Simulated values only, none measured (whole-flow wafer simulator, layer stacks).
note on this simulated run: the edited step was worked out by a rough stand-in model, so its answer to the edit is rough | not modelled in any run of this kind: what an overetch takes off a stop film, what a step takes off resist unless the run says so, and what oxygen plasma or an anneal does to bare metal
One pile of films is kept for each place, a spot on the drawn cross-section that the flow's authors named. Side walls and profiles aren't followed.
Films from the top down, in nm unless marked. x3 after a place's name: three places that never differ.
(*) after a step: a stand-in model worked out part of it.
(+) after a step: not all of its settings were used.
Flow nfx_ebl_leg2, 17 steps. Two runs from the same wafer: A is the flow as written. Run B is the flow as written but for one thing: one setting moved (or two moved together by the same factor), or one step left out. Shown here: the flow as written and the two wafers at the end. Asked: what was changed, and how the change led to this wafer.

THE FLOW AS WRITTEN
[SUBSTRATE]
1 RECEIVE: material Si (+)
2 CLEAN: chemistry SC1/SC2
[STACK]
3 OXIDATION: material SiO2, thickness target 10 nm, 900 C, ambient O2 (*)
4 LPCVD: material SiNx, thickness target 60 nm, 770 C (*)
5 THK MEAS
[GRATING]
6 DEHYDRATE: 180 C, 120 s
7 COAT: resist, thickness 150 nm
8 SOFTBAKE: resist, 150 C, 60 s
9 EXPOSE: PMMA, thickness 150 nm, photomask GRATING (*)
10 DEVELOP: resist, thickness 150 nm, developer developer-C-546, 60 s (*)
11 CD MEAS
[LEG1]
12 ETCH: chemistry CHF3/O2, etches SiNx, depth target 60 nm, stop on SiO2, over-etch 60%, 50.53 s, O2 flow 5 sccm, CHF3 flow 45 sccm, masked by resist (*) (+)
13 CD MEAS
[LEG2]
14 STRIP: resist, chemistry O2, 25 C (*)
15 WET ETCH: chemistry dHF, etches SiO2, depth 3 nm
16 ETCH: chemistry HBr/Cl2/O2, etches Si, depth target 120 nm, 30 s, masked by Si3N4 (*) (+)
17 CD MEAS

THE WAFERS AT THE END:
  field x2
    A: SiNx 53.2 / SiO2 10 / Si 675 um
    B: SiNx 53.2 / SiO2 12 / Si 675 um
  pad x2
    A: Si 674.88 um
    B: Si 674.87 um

The cause: step 3, OXIDATION: thickness target 12 nm was run, where the flow has thickness target 10 nm.
It can be read off the wafer: field x2 has SiO2 12, and step 3 as written asks for 10 nm.

How the change led to this, step by step:
  3 OXIDATION: material SiO2, thickness target 10 nm, 900 C, ambient O2 (*)
      field x2, pad x2: A SiO2 +10 (new film), chemical SiO2 -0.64 (all of it), Si -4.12 | B SiO2 +12 (new film), chemical SiO2 -0.64 (all of it), Si -5
  12 ETCH: chemistry CHF3/O2, etches SiNx, depth target 60 nm, stop on SiO2, over-etch 60%, 50.53 s, O2 flow 5 sccm, CHF3 flow 45 sccm, masked by resist (*) (+)
      pad x2: A SiNx -60 (all of it), SiO2 -10 (all of it) | B SiNx -60 (all of it), SiO2 -12 (all of it)
